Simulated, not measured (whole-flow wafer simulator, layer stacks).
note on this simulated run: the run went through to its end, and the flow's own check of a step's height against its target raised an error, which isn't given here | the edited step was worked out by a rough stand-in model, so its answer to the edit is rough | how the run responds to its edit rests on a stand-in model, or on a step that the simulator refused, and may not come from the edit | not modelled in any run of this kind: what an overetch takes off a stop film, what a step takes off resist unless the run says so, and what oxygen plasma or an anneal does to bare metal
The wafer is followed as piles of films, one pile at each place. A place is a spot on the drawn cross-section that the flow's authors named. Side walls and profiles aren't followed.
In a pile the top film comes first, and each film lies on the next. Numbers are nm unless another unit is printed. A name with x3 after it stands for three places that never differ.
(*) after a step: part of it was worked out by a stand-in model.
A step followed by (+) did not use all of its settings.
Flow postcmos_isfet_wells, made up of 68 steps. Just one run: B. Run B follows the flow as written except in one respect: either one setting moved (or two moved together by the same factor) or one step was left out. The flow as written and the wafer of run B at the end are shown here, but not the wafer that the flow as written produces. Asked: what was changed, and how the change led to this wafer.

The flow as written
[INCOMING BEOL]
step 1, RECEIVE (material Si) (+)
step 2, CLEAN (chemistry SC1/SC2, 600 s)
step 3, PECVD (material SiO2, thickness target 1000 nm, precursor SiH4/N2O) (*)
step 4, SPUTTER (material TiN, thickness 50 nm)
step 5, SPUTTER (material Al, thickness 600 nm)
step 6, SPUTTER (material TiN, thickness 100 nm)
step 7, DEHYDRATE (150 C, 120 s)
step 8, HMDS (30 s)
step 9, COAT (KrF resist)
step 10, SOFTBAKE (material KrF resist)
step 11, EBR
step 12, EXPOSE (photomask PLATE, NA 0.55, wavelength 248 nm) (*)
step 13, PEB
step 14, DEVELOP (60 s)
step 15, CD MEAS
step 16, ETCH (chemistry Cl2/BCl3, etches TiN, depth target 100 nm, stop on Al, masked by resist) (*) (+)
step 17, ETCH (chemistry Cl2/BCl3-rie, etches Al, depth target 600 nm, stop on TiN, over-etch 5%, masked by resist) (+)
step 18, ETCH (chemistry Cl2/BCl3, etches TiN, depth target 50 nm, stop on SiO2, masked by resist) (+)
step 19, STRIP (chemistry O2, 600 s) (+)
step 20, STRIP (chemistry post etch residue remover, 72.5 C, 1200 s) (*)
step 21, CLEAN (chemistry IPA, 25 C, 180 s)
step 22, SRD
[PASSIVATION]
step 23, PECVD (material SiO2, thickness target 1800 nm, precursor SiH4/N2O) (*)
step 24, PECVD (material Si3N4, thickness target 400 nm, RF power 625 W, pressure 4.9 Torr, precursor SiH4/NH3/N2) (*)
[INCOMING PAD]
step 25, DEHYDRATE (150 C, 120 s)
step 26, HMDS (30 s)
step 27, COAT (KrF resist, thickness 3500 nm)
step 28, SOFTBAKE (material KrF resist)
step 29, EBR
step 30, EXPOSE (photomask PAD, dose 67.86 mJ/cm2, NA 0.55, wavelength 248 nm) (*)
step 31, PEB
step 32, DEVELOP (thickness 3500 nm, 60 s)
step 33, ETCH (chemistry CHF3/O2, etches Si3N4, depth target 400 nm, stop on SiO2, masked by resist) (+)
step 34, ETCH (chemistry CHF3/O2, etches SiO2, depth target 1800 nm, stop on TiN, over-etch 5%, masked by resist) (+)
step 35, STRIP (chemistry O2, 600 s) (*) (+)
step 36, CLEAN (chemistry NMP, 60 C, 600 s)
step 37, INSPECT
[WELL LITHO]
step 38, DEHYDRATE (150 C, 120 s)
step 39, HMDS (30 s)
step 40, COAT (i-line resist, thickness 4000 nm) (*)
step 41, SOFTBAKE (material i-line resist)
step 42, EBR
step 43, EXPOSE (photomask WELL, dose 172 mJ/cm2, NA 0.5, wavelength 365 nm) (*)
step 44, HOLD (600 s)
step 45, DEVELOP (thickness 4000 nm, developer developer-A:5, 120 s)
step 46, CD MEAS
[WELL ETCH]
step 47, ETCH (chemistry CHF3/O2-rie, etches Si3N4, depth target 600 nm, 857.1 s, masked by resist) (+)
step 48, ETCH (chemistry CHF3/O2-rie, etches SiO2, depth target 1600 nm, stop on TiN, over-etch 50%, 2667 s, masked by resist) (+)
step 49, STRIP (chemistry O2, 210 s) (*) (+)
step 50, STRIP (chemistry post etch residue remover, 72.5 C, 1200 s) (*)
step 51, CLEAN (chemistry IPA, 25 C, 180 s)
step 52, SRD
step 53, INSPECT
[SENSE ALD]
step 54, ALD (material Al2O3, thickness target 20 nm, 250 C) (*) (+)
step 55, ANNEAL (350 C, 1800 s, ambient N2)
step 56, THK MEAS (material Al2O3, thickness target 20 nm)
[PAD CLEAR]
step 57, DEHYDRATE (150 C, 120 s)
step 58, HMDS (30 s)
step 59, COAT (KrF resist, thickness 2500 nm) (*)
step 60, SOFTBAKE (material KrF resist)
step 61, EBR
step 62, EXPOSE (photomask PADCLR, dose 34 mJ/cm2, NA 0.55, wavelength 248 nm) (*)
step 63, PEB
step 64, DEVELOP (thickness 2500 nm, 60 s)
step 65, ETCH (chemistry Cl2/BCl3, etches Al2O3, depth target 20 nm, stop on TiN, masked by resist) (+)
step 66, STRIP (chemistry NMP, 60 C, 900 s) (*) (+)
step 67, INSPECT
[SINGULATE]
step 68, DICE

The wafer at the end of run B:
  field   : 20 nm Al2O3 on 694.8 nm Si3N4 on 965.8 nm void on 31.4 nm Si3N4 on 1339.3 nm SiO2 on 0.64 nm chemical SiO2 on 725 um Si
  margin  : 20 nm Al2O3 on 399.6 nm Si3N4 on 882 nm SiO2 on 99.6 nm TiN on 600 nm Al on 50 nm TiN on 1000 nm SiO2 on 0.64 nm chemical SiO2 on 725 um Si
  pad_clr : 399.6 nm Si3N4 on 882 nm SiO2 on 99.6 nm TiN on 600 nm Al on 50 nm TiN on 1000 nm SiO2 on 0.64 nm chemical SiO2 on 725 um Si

The reason: step 23, PECVD: thickness target 882 nm was run, while the flow as written has thickness target 1800 nm.
The wafer itself shows it: margin has SiO2 882, and step 23 as written asks for 1800 nm.

The path from the change to this, step by step:
  step 23, PECVD (material SiO2, thickness target 1800 nm, precursor SiH4/N2O) (*)
      field: SiO2 gains 339.3 (it would be, as written: SiO2 gains 1800 (new film), void gains 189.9 (new film), SiO2 gains 559.7)
      margin, well900, well1300 x3, pad_rim, pad_clr, pad_open: SiO2 gains 882 (new film) (it would be, as written: SiO2 gains 1800 (new film))
  step 24, PECVD (material Si3N4, thickness target 400 nm, RF power 625 W, pressure 4.9 Torr, precursor SiH4/NH3/N2) (*)
      field: Si3N4 gains 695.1 (new film), void gains 965.8 (new film), Si3N4 gains 31.4 (new film) (it would be, as written: Si3N4 gains 400 (new film))
  step 34, ETCH (chemistry CHF3/O2, etches SiO2, depth target 1800 nm, stop on TiN, over-etch 5%, masked by resist) (+)
      field, margin, well900, well1300 x3, pad_rim, pad_clr: KrF resist loses 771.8 (it would be, as written: KrF resist loses 1500)
      pad_open: SiO2 loses 882 (all of it) (it would be, as written: SiO2 loses 1800 (all of it))
  step 35, STRIP (chemistry O2, 600 s) (*) (+)
      field, margin, well900, well1300 x3, pad_rim, pad_clr: KrF resist loses 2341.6 (all of it) (it would be, as written: KrF resist loses 1613.3 (all of it))
  step 40, COAT (i-line resist, thickness 4000 nm) (*)
      pad_clr: i-line resist gains 3551.4 (new film) (it would be, as written: i-line resist gains 3256.8 (new film))
      pad_open: i-line resist gains 4473.1 (new film) (it would be, as written: i-line resist gains 4804.7 (new film))
  step 41, SOFTBAKE (material i-line resist)
      pad_clr: i-line resist loses 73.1 (it would be, as written: i-line resist loses 156.7)
      pad_open: i-line resist gains 71.2 (it would be, as written: i-line resist gains 115.3)
  step 48, ETCH (chemistry CHF3/O2-rie, etches SiO2, depth target 1600 nm, stop on TiN, over-etch 50%, 2667 s, masked by resist) (+)
      well900, well1300 x3: SiO2 loses 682 (all of it) (it would be, as written: SiO2 loses 1600 (all of it))
  step 49, STRIP (chemistry O2, 210 s) (*) (+)
      pad_clr: i-line resist loses 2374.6 (all of it) (it would be, as written: i-line resist loses 1996.5 (all of it))
      pad_open: i-line resist loses 3440.7 (all of it) (it would be, as written: i-line resist loses 3816.3 (all of it))
  step 59, COAT (KrF resist, thickness 2500 nm) (*)
      field: KrF resist gains 1887.5 (new film) (it would be, as written: KrF resist gains 1449 (new film))
      margin: KrF resist gains 1887.5 (new film) (it would be, as written: KrF resist gains 1448.9 (new film))
      (also at 3 further places)
  step 60, SOFTBAKE (material KrF resist)
      pad_clr: KrF resist loses 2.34 (it would be, as written: KrF resist loses 3.77)
  step 63, PEB
      field, margin: KrF resist loses 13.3 (it would be, as written: KrF resist loses 10.1)
      pad_rim: KrF resist loses 15.4 (it would be, as written: KrF resist loses 13.9)
      (also at 2 further places)
  step 64, DEVELOP (thickness 2500 nm, 60 s)
      pad_clr: KrF resist loses 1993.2 (all of it) (it would be, as written: KrF resist loses 1676 (all of it))
      pad_open: KrF resist loses 2812.3 (all of it) (it would be, as written: KrF resist loses 3045.1 (all of it))
  step 66, STRIP (chemistry NMP, 60 C, 900 s) (*) (+)
      field, margin: KrF resist loses 1835.5 (all of it) (it would be, as written: KrF resist loses 1400.1 (all of it))
      pad_rim: KrF resist loses 2134.7 (all of it) (it would be, as written: KrF resist loses 1923.7 (all of it))
